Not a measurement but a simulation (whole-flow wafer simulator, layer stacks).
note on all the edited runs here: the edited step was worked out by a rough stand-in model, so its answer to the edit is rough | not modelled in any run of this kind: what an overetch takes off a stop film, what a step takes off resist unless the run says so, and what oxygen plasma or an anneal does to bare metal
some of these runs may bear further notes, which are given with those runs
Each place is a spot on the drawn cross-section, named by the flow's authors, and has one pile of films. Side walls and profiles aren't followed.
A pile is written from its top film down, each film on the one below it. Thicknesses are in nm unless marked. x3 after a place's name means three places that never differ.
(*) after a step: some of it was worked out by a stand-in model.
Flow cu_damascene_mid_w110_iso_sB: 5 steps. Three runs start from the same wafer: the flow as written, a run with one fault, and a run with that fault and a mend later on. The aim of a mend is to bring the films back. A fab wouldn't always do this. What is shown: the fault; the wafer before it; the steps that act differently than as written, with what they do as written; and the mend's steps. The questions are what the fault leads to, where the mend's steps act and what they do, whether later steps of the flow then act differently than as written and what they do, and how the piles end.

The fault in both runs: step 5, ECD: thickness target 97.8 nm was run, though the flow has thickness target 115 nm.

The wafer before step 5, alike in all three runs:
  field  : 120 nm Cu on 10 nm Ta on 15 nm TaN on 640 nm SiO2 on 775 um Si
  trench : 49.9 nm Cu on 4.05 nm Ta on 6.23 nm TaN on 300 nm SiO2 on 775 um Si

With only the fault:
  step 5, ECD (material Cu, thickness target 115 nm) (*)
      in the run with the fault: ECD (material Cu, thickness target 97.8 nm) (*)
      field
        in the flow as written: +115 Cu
        in the run with the fault: +97.8 Cu
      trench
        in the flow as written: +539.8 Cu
        in the run with the fault: +522.6 Cu
  None of the later steps of the flow acts differently than as written at any place that is followed.
  At field, trench, the piles at the end differ from the flow's by more than 2% or 0.5 nm, whichever is larger.
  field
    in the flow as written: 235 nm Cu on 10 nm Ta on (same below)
    in the run with the fault: 217.8 nm Cu on 10 nm Ta on (same below)
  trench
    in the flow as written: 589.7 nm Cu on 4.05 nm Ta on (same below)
    in the run with the fault: 572.5 nm Cu on 4.05 nm Ta on (same below)

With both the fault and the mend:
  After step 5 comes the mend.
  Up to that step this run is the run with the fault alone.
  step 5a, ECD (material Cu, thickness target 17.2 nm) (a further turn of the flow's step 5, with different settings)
      field, trench
        +17.2 Cu
  None of the later steps of the flow acts differently than as written at any place that is followed.
  By the end, the piles equal the flow's at every place that both follow.
